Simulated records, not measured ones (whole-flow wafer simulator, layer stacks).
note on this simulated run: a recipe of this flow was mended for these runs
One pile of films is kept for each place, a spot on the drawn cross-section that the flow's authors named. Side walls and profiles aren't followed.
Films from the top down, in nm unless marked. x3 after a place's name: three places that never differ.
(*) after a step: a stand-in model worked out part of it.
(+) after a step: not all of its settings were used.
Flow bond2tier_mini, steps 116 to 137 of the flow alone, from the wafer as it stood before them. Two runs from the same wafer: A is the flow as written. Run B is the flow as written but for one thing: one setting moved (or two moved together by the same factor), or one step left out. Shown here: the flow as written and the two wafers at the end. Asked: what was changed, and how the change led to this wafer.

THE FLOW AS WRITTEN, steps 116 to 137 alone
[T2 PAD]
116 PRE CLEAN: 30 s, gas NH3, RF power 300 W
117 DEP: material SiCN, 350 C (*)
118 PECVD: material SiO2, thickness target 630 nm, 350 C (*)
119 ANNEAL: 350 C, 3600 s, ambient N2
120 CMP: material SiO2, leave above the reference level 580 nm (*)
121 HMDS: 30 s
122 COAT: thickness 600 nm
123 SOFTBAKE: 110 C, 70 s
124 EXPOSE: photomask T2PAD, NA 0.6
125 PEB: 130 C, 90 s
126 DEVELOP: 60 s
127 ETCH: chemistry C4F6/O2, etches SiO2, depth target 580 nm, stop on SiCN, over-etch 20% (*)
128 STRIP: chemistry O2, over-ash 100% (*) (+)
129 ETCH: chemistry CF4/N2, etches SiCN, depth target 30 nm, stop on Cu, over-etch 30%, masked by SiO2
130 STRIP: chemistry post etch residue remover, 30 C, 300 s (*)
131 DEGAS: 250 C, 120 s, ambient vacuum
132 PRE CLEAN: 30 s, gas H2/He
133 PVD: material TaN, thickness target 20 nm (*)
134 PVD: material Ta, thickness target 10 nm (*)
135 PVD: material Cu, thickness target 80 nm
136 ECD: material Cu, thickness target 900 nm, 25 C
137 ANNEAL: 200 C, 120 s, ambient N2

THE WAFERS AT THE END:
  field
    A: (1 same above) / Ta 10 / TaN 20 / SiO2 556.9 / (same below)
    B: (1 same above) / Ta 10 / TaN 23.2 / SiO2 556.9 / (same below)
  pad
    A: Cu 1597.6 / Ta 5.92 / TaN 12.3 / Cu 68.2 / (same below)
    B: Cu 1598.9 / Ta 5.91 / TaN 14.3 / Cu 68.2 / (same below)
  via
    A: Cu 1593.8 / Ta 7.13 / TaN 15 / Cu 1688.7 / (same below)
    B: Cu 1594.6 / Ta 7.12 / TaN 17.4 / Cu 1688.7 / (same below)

The cause: step 133, PVD: thickness target 23.2 nm was run, where the flow has thickness target 20 nm.
It can be read off the wafer: field has TaN 23.2, and step 133 as written asks for 20 nm.

How the change led to this, step by step:
  133 PVD: material TaN, thickness target 20 nm (*)
      field: A TaN +20 (new film) | B TaN +23.2 (new film)
      pad: A TaN +12.3 (new film) | B TaN +14.3 (new film)
      (and at 1 more place)
